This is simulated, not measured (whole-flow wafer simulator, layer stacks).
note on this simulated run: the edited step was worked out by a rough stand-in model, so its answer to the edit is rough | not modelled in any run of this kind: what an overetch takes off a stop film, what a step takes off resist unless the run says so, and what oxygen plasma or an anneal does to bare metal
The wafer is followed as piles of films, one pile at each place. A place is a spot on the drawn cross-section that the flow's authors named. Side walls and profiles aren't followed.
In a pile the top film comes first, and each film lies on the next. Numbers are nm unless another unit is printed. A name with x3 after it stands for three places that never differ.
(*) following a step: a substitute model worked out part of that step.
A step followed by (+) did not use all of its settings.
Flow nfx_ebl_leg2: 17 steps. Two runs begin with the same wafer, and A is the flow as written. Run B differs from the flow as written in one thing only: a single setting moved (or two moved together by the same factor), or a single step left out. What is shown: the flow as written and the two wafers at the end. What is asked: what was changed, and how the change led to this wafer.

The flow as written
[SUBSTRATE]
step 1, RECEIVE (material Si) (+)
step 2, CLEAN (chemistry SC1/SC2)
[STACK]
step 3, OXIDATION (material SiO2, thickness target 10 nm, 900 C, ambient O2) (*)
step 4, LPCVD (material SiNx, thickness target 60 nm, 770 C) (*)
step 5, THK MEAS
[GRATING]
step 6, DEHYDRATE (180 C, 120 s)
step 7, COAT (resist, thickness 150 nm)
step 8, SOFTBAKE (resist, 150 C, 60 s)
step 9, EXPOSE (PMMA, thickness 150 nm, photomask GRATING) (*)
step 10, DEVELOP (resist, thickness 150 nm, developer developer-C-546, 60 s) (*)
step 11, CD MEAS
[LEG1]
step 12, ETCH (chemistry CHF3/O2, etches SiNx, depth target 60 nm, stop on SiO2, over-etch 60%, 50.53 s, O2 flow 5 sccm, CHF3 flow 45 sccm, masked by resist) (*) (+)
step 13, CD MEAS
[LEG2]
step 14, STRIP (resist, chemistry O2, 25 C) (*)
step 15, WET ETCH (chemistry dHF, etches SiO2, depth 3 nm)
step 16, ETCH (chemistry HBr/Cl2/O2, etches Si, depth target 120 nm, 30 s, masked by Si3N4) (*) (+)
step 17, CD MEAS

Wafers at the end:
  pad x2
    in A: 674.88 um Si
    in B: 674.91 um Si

The reason: step 16, ETCH: depth target 87 nm was run, whereas the flow has depth target 120 nm.

Step by step, how the change led to this:
  step 16, ETCH (chemistry HBr/Cl2/O2, etches Si, depth target 120 nm, 30 s, masked by Si3N4) (*) (+)
      pad x2: A -120 Si | B -87 Si
